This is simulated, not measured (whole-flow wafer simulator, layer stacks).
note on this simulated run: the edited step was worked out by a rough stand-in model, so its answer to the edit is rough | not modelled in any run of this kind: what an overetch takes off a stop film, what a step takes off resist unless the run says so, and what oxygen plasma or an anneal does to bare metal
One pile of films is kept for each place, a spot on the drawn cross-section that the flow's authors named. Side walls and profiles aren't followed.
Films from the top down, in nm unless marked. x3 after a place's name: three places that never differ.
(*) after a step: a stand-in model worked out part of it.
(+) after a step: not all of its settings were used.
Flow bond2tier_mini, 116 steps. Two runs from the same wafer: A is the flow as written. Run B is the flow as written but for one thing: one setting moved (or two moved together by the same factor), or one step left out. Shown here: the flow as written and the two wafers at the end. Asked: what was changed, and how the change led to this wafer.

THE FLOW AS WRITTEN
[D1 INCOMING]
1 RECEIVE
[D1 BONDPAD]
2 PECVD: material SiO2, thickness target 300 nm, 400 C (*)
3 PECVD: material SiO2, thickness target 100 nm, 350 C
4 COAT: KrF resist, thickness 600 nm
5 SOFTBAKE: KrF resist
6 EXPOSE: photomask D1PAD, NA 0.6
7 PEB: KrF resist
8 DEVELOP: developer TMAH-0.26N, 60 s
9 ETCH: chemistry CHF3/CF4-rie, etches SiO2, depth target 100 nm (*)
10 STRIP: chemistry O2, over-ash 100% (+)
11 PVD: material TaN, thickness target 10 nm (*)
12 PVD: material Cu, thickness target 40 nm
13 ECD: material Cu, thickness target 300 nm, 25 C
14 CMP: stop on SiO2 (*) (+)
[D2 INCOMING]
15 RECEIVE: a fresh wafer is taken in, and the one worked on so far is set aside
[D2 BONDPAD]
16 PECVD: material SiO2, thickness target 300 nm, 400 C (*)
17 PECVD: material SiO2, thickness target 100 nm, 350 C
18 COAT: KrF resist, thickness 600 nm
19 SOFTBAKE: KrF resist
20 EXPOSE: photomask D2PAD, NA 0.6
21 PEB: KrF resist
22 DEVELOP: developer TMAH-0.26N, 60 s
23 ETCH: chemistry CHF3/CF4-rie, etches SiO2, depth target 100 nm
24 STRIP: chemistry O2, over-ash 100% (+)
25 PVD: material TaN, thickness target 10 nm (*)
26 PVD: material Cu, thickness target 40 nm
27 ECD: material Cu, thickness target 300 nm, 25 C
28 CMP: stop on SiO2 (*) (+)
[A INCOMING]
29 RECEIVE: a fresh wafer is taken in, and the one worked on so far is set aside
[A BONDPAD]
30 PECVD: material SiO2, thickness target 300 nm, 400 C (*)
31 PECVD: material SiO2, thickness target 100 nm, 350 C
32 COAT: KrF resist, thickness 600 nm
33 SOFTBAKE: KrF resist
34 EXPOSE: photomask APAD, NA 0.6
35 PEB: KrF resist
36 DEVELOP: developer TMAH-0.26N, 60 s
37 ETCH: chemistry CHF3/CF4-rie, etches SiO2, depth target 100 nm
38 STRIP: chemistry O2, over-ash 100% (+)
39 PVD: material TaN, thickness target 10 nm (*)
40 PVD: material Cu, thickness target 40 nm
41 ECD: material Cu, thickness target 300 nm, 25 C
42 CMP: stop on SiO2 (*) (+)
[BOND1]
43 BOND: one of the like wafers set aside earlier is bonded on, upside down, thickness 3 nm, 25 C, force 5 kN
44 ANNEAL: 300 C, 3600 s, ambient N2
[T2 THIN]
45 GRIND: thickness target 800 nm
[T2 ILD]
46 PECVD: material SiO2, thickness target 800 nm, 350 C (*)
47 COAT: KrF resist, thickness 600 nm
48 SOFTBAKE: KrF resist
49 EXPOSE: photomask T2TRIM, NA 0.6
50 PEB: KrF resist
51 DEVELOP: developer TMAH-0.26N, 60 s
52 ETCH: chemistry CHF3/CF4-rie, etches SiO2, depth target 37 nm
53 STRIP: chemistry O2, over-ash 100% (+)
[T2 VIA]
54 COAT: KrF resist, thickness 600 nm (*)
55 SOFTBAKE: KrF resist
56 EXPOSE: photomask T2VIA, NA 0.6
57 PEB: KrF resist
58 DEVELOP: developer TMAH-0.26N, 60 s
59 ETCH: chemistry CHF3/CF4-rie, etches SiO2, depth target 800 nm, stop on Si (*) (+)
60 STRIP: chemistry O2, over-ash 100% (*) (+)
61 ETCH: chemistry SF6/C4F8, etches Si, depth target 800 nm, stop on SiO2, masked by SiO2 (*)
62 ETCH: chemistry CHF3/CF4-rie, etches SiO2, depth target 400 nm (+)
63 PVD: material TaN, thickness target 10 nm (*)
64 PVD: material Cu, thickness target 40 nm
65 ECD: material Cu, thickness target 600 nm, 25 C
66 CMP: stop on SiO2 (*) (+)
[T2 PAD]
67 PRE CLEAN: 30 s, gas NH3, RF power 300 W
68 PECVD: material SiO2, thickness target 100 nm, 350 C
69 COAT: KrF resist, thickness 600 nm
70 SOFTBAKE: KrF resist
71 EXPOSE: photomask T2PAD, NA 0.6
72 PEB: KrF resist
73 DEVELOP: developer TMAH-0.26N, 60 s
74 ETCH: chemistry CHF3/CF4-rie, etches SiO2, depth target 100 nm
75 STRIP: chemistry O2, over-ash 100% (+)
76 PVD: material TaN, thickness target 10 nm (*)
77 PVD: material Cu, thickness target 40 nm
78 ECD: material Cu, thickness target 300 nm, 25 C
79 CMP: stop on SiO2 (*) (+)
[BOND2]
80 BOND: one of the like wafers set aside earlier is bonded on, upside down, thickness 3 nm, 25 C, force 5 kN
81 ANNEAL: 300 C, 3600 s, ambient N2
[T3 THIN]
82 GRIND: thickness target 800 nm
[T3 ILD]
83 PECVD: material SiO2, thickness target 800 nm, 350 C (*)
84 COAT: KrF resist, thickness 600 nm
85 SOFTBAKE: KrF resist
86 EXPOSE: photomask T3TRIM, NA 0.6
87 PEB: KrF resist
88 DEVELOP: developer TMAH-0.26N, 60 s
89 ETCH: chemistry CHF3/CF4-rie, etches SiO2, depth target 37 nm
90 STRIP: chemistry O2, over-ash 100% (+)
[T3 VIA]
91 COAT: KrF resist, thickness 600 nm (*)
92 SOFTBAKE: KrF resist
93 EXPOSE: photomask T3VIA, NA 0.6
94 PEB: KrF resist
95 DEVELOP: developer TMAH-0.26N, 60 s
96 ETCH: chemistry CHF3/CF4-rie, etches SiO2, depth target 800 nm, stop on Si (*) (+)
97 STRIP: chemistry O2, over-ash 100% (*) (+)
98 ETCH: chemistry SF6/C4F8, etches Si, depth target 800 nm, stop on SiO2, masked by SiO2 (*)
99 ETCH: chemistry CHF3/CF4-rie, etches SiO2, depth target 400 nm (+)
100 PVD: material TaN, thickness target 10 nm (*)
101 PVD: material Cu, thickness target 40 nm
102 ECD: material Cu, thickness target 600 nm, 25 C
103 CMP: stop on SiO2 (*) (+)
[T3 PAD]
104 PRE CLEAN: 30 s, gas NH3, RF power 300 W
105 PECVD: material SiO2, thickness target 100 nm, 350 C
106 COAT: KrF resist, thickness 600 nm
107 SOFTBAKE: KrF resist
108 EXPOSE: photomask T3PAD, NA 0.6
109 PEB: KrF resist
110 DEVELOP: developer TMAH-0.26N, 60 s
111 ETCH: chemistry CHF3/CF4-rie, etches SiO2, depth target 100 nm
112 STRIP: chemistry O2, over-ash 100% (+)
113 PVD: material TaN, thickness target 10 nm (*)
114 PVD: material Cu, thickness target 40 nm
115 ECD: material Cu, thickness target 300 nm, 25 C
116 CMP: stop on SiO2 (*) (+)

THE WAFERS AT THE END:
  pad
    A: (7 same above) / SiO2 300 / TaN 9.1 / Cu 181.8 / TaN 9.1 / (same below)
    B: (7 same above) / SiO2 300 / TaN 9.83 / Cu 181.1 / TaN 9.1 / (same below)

The cause: step 25, PVD: thickness target 10.8 nm was run, where the flow has thickness target 10 nm.

How the change led to this, step by step:
  25 PVD: material TaN, thickness target 10 nm (*)
      field: A TaN +10 (new film) | B TaN +10.8 (new film)
      pad: A TaN +9.1 (new film) | B TaN +9.83 (new film)
      (and at 1 more place)
  28 CMP: stop on SiO2 (*) (+)
      field: A Cu -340 (all of it), TaN -10 (all of it) | B Cu -340 (all of it), TaN -10.8 (all of it)
  80 BOND: one of the like wafers set aside earlier is bonded on, upside down, thickness 3 nm, 25 C, force 5 kN
      pad: A Si +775 um (new film), chemical SiO2 +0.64 (new film), SiO2 +300 (new film), TaN +9.1 (new film), Cu +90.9 | B Si +775 um (new film), chemical SiO2 +0.64 (new film), SiO2 +300 (new film), TaN +9.83 (new film), Cu +90.2
